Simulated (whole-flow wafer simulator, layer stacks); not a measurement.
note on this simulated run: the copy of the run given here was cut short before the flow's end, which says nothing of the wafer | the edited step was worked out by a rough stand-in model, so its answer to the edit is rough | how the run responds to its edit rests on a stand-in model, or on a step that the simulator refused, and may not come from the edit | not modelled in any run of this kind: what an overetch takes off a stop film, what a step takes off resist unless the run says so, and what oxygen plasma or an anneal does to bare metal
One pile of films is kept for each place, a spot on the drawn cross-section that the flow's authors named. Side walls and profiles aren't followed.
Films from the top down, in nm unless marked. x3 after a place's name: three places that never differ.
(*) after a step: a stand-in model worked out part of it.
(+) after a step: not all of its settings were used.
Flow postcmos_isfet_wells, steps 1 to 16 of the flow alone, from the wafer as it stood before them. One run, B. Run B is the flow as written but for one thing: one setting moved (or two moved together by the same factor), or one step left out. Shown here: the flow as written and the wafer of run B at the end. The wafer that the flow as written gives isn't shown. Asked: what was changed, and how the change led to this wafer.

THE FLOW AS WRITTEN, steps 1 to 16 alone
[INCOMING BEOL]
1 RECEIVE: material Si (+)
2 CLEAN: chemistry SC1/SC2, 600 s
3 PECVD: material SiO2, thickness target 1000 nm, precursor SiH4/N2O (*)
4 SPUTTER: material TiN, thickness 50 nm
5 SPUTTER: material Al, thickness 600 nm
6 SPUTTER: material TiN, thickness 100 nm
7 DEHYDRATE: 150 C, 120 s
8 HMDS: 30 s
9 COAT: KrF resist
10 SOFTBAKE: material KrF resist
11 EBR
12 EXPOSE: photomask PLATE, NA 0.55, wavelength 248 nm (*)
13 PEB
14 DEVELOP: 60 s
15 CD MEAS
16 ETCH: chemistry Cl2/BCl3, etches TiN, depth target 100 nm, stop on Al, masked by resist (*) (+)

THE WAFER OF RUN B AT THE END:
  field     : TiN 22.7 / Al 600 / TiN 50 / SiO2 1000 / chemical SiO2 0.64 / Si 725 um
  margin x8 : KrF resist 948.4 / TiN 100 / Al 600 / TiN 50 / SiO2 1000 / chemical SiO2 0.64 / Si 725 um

The cause: step 16, ETCH: depth target 77.3 nm was run, where the flow has depth target 100 nm.

How the change led to this, step by step:
  16 ETCH: chemistry Cl2/BCl3, etches TiN, depth target 100 nm, stop on Al, masked by resist (*) (+)
      field: TiN -77.3 (as written it would be: TiN -100 (all of it))
      margin x8: KrF resist -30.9 (as written it would be: KrF resist -40)
